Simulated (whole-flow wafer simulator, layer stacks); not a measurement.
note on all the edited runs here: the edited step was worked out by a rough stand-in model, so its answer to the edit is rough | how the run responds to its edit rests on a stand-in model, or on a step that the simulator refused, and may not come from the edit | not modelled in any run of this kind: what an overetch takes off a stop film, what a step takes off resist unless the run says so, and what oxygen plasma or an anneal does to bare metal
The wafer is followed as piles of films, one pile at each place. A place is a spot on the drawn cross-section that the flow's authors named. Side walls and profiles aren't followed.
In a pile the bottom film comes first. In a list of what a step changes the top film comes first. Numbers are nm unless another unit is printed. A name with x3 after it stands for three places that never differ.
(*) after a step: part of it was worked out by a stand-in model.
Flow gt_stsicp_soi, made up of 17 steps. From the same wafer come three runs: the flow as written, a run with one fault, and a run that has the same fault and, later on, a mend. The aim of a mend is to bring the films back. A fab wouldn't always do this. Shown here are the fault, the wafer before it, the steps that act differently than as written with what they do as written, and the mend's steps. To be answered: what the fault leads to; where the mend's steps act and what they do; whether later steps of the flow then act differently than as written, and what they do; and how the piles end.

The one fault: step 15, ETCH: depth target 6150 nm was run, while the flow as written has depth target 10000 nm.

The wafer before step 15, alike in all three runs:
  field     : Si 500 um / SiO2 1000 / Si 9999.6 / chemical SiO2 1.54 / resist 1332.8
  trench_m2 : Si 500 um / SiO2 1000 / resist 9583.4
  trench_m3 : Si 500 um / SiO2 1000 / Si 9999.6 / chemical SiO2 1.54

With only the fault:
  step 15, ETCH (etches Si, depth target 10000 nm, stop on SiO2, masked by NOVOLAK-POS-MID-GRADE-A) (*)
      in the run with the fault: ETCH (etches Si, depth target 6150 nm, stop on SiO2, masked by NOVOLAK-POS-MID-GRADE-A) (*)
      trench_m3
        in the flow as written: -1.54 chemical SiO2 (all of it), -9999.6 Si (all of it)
        in the run with the fault: -1.54 chemical SiO2 (all of it), -6150 Si
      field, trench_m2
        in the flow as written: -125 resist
        in the run with the fault: -76.9 resist
  Later steps of the flow acting differently than as written:
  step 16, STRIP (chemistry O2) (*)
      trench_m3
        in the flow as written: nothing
        in the run with the fault: +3 chemical SiO2 (new film), -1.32 Si
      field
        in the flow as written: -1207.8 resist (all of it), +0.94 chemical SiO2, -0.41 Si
        in the run with the fault: -1255.9 resist (all of it), +0.94 chemical SiO2, -0.42 Si
  At trench_m3, the piles at the end differ from the flow's by more than 2% or 0.5 nm, whichever is larger.
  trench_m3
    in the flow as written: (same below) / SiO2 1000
    in the run with the fault: (same below) / SiO2 1000 / Si 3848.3 / chemical SiO2 3

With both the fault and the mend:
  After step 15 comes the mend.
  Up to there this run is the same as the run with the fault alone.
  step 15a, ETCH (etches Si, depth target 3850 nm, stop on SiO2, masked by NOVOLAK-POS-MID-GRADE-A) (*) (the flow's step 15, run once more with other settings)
      field, trench_m2
        -48.1 resist
      trench_m3
        -3849.6 Si (all of it)
  Every later step of the flow that is run acts as written at every place that is followed.
  By the end, the piles equal the flow's at every place that both follow.
